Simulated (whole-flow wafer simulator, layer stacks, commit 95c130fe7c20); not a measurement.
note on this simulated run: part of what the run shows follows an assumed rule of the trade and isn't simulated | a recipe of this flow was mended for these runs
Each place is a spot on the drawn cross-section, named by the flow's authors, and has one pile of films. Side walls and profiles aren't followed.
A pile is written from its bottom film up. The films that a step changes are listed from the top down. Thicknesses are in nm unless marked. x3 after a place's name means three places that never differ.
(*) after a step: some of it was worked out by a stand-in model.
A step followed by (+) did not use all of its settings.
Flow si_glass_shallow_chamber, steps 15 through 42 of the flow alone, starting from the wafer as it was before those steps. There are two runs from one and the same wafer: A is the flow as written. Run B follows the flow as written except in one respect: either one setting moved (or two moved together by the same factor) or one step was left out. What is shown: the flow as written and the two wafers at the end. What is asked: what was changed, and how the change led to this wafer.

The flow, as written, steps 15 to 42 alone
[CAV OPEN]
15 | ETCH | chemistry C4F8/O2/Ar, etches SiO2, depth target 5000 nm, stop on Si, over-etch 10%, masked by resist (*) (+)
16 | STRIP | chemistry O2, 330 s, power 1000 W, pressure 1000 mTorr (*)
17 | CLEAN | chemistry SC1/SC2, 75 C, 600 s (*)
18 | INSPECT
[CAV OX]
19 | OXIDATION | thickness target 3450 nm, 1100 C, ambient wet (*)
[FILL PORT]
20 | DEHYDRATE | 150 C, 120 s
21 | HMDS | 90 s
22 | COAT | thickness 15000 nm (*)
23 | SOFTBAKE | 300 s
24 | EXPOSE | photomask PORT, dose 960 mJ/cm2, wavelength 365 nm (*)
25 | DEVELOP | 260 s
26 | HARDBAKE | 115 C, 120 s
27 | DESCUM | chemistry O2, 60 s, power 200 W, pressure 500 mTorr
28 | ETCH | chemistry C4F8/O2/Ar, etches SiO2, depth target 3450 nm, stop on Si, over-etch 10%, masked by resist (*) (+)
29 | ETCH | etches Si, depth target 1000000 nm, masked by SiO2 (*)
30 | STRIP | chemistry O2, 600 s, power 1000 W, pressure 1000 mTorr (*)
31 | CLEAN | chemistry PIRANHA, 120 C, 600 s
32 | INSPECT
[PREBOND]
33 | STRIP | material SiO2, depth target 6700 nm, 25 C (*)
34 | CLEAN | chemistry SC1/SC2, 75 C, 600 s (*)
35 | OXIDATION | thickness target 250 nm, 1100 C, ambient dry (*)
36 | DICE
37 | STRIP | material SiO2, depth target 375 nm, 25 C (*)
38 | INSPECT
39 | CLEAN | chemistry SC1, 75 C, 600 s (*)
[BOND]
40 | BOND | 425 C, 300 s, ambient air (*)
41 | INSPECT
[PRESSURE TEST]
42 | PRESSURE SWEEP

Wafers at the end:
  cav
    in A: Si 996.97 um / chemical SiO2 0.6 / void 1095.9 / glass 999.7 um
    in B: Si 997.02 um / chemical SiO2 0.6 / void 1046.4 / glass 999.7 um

The reason: step 15, ETCH: depth target 4640 nm was run, whereas the flow has depth target 5000 nm.

Step by step, how the change led to this:
  15 | ETCH | chemistry C4F8/O2/Ar, etches SiO2, depth target 5000 nm, stop on Si, over-etch 10%, masked by resist (*) (+)
      rim, ramp, septum, ring: A thick-i-line-resist loses 1100 | B thick-i-line-resist loses 1020.8
      cav, port: A SiO2 loses 5000 (all of it), Si loses 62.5 | B SiO2 loses 5000 (all of it), Si loses 13
  22 | COAT | thickness 15000 nm (*)
      rim: A thick-i-line-resist gains 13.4 um (new film) | B thick-i-line-resist gains 13.42 um (new film)
      ramp: A thick-i-line-resist gains 12.89 um (new film) | B thick-i-line-resist gains 12.92 um (new film)
      (and at 1 other place as well)
  25 | DEVELOP | 260 s
      port: A thick-i-line-resist loses 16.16 um (all of it) | B thick-i-line-resist loses 16.14 um (all of it)
  29 | ETCH | etches Si, depth target 1000000 nm, masked by SiO2 (*)
      rim, ramp: A thick-i-line-resist loses 11.47 um (all of it), SiO2 loses 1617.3 | B thick-i-line-resist loses 11.51 um (all of it), SiO2 loses 1599.2
      port: A hole gains 997.05 um (new film), Si loses 997.05 um (all of it) | B hole gains 997.1 um (new film), Si loses 997.1 um (all of it)
      (and at 1 other place as well)
  30 | STRIP | chemistry O2, 600 s, power 1000 W, pressure 1000 mTorr (*)
      cav: A thick-i-line-resist loses 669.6 (all of it) | B thick-i-line-resist loses 654.5 (all of it)
  40 | BOND | 425 C, 300 s, ambient air (*)
      cav: A glass gains 999.7 um (new film), void gains 1095.9 (new film) | B glass gains 999.7 um (new film), void gains 1046.4 (new film)
      port: A glass gains 999.7 um (new film), hole gains 1017.3 | B glass gains 999.7 um (new film), hole gains 967.8
